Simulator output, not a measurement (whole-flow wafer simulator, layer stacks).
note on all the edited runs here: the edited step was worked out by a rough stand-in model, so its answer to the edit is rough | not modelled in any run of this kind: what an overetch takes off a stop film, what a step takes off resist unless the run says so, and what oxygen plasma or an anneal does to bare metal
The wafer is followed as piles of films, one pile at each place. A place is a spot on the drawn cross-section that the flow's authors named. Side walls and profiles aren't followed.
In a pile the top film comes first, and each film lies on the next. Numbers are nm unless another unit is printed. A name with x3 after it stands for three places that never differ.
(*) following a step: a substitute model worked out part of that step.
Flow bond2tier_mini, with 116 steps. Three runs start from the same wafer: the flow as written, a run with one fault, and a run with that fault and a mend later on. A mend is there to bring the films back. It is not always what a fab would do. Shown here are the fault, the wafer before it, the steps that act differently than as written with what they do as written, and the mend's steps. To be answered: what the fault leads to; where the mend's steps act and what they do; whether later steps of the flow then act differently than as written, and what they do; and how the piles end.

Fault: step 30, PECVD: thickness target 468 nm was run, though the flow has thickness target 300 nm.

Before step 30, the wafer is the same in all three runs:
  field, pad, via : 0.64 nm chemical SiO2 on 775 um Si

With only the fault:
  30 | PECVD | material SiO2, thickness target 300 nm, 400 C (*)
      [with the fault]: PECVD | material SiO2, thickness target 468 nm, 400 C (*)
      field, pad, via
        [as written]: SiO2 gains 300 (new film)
        [with the fault]: SiO2 gains 468 (new film)
  Later steps of the flow that are run all act as written at every place that is followed.
  The piles end different from the flow's at field, pad by more than 2% or 0.5 nm, whichever is larger.
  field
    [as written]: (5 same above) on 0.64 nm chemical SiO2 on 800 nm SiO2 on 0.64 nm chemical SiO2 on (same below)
    [with the fault]: (5 same above) on 0.64 nm chemical SiO2 on 968 nm SiO2 on 0.64 nm chemical SiO2 on (same below)
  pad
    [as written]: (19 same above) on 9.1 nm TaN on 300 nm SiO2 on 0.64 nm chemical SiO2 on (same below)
    [with the fault]: (19 same above) on 9.1 nm TaN on 468 nm SiO2 on 0.64 nm chemical SiO2 on (same below)

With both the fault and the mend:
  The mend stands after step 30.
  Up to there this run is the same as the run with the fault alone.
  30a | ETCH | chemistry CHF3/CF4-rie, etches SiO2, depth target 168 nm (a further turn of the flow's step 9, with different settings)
      field, pad, via
        SiO2 loses 168
  Later steps of the flow that are run all act as written at every place that is followed.
  The piles end the same as the flow's at every place that both follow.
